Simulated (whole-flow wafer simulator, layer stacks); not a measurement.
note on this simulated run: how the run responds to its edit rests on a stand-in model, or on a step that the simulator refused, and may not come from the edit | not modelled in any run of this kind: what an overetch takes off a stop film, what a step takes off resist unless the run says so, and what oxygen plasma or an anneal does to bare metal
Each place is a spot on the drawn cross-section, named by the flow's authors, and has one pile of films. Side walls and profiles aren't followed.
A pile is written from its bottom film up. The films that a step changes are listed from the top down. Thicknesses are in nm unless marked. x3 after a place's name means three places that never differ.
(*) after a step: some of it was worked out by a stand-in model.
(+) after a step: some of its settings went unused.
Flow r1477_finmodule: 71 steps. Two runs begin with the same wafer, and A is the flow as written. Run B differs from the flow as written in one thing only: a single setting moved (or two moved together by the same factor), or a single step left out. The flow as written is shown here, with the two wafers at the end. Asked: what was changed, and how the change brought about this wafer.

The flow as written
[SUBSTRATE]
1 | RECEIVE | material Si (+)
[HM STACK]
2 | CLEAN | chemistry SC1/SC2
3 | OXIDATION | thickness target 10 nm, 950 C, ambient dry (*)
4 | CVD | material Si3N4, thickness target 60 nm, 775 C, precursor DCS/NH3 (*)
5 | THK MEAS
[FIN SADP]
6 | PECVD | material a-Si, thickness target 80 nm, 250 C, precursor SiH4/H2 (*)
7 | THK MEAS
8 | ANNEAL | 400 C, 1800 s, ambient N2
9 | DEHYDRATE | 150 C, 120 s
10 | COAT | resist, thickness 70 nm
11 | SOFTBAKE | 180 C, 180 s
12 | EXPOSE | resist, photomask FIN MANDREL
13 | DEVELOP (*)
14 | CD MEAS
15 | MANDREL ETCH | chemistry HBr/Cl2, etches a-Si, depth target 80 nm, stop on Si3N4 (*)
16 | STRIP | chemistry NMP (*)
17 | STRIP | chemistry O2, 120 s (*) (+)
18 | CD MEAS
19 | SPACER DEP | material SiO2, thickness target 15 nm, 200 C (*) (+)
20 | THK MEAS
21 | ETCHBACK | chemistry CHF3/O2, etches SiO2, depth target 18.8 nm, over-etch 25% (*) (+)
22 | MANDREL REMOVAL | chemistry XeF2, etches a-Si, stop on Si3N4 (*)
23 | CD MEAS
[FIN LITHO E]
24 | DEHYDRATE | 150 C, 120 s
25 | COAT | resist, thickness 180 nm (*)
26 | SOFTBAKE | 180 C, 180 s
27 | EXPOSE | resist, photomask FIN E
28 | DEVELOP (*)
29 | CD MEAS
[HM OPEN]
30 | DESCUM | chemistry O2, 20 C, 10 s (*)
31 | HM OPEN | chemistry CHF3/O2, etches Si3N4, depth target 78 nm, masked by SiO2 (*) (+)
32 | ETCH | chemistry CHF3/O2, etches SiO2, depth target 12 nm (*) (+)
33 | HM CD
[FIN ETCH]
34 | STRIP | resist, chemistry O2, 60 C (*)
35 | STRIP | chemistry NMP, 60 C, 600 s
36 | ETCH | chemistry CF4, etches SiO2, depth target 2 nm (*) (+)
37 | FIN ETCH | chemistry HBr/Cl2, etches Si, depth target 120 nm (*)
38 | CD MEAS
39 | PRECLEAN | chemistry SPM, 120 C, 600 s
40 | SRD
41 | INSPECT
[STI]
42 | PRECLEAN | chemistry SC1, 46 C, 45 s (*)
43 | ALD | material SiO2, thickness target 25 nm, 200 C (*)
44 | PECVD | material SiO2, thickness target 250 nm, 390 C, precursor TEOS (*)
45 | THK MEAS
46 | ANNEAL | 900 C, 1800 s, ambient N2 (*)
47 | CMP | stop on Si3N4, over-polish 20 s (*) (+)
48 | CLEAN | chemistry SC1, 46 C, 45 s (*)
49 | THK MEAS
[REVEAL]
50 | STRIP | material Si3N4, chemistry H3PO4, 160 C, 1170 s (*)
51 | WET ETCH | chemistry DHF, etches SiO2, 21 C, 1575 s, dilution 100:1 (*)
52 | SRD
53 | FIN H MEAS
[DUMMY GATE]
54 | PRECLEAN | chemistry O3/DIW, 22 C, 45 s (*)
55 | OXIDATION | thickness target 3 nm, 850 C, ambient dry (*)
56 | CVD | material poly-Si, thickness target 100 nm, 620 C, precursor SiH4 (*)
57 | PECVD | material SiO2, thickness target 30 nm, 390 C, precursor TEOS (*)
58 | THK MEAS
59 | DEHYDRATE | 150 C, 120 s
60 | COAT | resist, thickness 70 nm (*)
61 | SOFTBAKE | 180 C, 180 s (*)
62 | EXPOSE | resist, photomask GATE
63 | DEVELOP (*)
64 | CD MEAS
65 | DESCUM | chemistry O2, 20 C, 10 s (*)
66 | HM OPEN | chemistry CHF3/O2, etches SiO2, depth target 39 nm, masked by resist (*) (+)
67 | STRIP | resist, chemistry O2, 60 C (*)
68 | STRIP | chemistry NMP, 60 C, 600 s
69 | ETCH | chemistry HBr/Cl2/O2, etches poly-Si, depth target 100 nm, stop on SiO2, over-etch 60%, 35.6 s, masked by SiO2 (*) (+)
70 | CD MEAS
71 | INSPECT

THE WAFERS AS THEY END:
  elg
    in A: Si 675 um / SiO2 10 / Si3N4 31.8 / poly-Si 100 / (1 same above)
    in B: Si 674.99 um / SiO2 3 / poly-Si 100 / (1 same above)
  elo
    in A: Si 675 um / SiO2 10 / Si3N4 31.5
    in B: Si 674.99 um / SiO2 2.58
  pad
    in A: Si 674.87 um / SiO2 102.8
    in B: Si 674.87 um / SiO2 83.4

Cause: step 15, MANDREL ETCH: chemistry HBr/Cl2, etches a-Si, depth target 80 nm, stop on Si3N4 (*), was skipped.

Step by step, how the change led to this:
  16 | STRIP | chemistry NMP (*)
      s40cg, s45cg, s50cg, s40co, s45co, s50co: A -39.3 resist (all of it) | B -70 resist (all of it)
  21 | ETCHBACK | chemistry CHF3/O2, etches SiO2, depth target 18.8 nm, over-etch 25% (*) (+)
      pad, padg, elg and 21 more: A -15 SiO2 (all of it), -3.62 Si3N4 | B -15.4 SiO2 (all of it), -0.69 a-Si
      s40sg_line, s45sg_line, s50sg_line, s40so_line, s45so_line, s50so_line: A +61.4 SiO2 | B nothing
  22 | MANDREL REMOVAL | chemistry XeF2, etches a-Si, stop on Si3N4 (*)
      pad, padg, elg and 21 more: A nothing | B -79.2 a-Si (all of it)
      s40sg_line, s45sg_line, s50sg_line, s40so_line, s45so_line, s50so_line: A nothing | B under 1 film: -79.8 a-Si (all of it)
  25 | COAT | resist, thickness 180 nm (*)
      s40cg, s40co: A +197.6 resist (new film) | B +183.8 resist (new film)
      s40sg, s40so: A +201.2 resist (new film) | B +183.8 resist (new film)
      (and at 14 other places as well)
  28 | DEVELOP (*)
      s40cg, s40co: A -197.6 resist (all of it) | B -183.8 resist (all of it)
      s40sg, s40so: A -201.2 resist (all of it) | B -183.8 resist (all of it)
      (and at 14 other places as well)
  31 | HM OPEN | chemistry CHF3/O2, etches Si3N4, depth target 78 nm, masked by SiO2 (*) (+)
      pad, padg, esg and 13 more: A -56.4 Si3N4 (all of it), -10 SiO2 (all of it) | B -60 Si3N4 (all of it), -9 SiO2
      s40sg_line, s45sg_line, s50sg_line, s40so_line, s45so_line, s50so_line: A -39 SiO2 | B -15.4 SiO2 (all of it), -47.3 Si3N4
  32 | ETCH | chemistry CHF3/O2, etches SiO2, depth target 12 nm (*) (+)
      pad, padg, e40sg and 11 more: A -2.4 Si | B -1 SiO2 (all of it), -0.1 Si
      s40sg_line, s45sg_line, s50sg_line, s40so_line, s45so_line, s50so_line: A -12 SiO2 | B -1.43 Si3N4
      (and at 16 other places as well)
  34 | STRIP | resist, chemistry O2, 60 C (*)
      elg, e40lg, e100lg, e200lg, elo, e40lo, e100lo, e200lo: A -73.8 resist (all of it) | B -83.8 resist (all of it)
  36 | ETCH | chemistry CF4, etches SiO2, depth target 2 nm (*) (+)
      elg, e40lg, e100lg, e200lg, elo, e40lo, e100lo, e200lo: A -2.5 Si3N4 | B nothing
      s40sg_line, s45sg_line, s50sg_line, s40so_line, s45so_line, s50so_line: A -2 SiO2 | B nothing
  37 | FIN ETCH | chemistry HBr/Cl2, etches Si, depth target 120 nm (*)
      s40sg_line, s45sg_line, s50sg_line, s40so_line, s45so_line, s50so_line: A -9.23 SiO2 | B -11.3 Si3N4 (all of it), -3.15 SiO2
  43 | ALD | material SiO2, thickness target 25 nm, 200 C (*)
      s40cg, s45cg, s50cg, s40co, s45co, s50co: A +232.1 SiO2 (new film) | B +152.7 SiO2 (new film)
      esg: A +194.3 SiO2 (new film) | B +198.7 SiO2 (new film)
  47 | CMP | stop on Si3N4, over-polish 20 s (*) (+)
      elg, e40lg, e100lg, e200lg, elo, e40lo, e100lo, e200lo: A -241.6 SiO2 | B -263.8 SiO2 (all of it), -1.12 Si3N4
      s40sg_line, s45sg_line, s50sg_line, s40so_line, s45so_line, s50so_line: A -277.9 SiO2 (all of it), -1.12 Si3N4 | B -218.8 SiO2
      (and at 22 other places as well)
  50 | STRIP | material Si3N4, chemistry H3PO4, 160 C, 1170 s (*)
      elg, e40lg, e100lg, e200lg, elo, e40lo, e100lo, e200lo: A -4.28 SiO2 | B -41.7 Si3N4 (all of it), -1.9 SiO2
      s40sg_line, s45sg_line, s50sg_line, s40so_line, s45so_line, s50so_line: A -58.9 Si3N4 (all of it), -1.37 SiO2 | B -4.28 SiO2
  51 | WET ETCH | chemistry DHF, etches SiO2, 21 C, 1575 s, dilution 100:1 (*)
      elg, e40lg, e100lg, e200lg, elo, e40lo, e100lo, e200lo: A -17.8 SiO2 (all of it), -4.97 Si3N4 | B -8.1 SiO2 (all of it)
      s40sg_line, s45sg_line, s50sg_line, s40so_line, s45so_line, s50so_line: A -8.63 SiO2 (all of it) | B -47.4 SiO2 (all of it)
  54 | PRECLEAN | chemistry O3/DIW, 22 C, 45 s (*)
      elg, e40lg, e100lg, e200lg, elo, e40lo, e100lo, e200lo: A nothing | B +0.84 chemical SiO2 (new film), -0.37 Si
  55 | OXIDATION | thickness target 3 nm, 850 C, ambient dry (*)
      elg, e40lg, e100lg, e200lg, elo, e40lo, e100lo, e200lo: A nothing | B +3 SiO2 (new film), -0.84 chemical SiO2 (all of it), -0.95 Si
  ... 4 other steps ...
  69 | ETCH | chemistry HBr/Cl2/O2, etches poly-Si, depth target 100 nm, stop on SiO2, over-etch 60%, 35.6 s, masked by SiO2 (*) (+)
      s40co: A -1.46 chemical SiO2 (all of it), -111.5 poly-Si (all of it), -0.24 SiO2 | B -1.34 chemical SiO2 (all of it), -131.9 poly-Si (all of it), -0.14 SiO2
      s45co: A -1.46 chemical SiO2 (all of it), -110.9 poly-Si (all of it), -0.25 SiO2 | B -1.34 chemical SiO2 (all of it), -131.9 poly-Si (all of it), -0.14 SiO2
      (and at 1 other place as well)
